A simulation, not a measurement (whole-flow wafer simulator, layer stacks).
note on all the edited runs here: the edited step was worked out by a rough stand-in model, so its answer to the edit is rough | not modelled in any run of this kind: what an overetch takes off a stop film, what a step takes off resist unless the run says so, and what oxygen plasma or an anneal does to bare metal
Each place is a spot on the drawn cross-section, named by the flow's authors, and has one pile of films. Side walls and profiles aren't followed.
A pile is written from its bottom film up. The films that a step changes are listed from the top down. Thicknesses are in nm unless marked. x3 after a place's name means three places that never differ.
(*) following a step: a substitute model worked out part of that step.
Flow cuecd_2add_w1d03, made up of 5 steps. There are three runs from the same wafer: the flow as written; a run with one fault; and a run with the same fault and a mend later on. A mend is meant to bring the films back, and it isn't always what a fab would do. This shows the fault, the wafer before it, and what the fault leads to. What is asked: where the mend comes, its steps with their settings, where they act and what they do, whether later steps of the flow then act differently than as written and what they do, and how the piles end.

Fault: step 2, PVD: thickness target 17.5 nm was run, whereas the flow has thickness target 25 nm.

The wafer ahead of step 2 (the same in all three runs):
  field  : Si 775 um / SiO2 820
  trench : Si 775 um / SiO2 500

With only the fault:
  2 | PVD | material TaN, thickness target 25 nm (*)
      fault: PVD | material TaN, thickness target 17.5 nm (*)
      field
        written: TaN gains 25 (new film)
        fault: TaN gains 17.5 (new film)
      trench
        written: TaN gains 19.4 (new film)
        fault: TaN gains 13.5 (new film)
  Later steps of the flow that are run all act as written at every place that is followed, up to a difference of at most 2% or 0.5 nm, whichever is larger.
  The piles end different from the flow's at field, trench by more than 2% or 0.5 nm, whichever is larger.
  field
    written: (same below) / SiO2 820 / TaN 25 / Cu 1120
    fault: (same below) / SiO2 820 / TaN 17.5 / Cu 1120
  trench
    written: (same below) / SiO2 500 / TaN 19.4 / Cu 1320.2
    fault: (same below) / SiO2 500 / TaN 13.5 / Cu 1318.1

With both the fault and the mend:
  After step 2 comes the mend.
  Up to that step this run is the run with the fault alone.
  2a | PVD | material TaN, thickness target 7.5 nm (*) (the flow's step 2 again, with other settings)
      field
        TaN gains 7.5
      trench
        TaN gains 5.76
  Later steps of the flow that are run all act as written at every place that is followed.
  The piles end only slightly different from the flow's at the places that both follow, by no more than 2% or 0.5 nm, whichever is larger.
